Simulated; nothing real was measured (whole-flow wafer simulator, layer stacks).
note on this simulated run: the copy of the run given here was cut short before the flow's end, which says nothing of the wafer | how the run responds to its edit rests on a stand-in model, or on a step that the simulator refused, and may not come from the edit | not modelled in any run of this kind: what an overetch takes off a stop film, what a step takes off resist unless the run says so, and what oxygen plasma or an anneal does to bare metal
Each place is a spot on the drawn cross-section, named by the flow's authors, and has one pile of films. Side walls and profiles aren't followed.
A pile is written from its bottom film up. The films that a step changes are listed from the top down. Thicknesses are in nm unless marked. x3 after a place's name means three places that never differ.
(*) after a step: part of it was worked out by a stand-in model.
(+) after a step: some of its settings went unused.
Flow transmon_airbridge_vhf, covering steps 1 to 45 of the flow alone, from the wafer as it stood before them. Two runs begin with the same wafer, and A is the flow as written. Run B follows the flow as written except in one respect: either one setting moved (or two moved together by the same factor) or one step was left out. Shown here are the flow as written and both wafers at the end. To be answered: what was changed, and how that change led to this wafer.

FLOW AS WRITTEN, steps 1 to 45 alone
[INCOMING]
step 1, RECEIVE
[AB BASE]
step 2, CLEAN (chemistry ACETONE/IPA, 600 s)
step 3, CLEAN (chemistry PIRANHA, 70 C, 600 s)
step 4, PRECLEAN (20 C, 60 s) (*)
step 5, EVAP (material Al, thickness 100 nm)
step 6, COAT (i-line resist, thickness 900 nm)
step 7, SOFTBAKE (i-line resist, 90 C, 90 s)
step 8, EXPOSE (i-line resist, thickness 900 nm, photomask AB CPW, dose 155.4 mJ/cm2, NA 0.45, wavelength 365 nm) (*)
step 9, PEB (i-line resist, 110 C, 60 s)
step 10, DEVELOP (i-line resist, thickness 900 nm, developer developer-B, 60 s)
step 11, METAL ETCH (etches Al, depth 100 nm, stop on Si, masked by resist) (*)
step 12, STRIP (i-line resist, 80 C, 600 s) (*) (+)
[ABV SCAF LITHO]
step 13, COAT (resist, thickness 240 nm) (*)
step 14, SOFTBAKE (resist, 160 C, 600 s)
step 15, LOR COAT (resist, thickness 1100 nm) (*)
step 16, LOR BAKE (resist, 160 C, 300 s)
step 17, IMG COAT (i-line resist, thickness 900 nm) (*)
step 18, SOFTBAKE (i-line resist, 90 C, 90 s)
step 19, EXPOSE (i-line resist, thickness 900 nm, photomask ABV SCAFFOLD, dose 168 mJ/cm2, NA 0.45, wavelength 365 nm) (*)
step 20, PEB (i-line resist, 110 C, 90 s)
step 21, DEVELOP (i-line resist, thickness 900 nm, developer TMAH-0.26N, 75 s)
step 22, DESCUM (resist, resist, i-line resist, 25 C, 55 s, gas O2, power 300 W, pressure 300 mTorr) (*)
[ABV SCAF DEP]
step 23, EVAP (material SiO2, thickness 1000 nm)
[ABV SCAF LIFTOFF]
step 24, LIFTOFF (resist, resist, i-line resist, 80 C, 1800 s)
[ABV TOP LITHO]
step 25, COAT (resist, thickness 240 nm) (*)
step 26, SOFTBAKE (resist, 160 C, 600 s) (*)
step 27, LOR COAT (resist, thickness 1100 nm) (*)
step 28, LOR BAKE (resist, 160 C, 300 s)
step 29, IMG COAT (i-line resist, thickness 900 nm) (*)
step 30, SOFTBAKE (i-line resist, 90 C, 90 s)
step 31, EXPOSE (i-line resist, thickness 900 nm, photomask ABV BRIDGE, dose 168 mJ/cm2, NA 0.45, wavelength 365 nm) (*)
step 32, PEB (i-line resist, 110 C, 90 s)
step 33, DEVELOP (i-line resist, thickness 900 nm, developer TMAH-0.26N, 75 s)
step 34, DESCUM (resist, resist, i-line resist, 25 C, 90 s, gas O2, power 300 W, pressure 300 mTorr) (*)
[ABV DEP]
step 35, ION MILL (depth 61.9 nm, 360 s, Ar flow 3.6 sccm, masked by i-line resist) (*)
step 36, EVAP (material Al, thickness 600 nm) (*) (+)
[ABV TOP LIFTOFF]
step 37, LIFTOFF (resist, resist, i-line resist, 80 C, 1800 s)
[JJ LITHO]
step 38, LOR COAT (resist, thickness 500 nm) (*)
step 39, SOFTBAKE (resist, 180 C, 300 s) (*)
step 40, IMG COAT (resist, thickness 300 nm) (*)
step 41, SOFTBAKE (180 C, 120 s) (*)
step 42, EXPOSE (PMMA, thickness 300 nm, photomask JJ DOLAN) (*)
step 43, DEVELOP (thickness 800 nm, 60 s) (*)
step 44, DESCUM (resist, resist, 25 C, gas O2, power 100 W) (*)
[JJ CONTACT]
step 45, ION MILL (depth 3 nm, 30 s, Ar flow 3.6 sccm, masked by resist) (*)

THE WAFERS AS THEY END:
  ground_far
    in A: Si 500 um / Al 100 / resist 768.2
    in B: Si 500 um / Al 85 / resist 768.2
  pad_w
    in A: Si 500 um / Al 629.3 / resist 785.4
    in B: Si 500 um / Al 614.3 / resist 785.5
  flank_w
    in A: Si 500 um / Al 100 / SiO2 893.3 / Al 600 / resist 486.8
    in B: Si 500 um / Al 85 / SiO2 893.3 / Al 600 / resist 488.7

What caused this: step 5, EVAP: thickness 85 nm was run, though the flow has thickness 100 nm.
The wafer itself shows it: ground_far has Al 85, and step 5 as written asks for 100 nm.

How this came from the change, step by step:
  step 5, EVAP (material Al, thickness 100 nm)
      field x3, jj_line, ground_far and 12 more: A +100 Al (new film) | B +85 Al (new film)
  step 11, METAL ETCH (etches Al, depth 100 nm, stop on Si, masked by resist) (*)
      field x3, jj_line, gap_w, gap_e: A -100 Al (all of it) | B -85 Al (all of it)
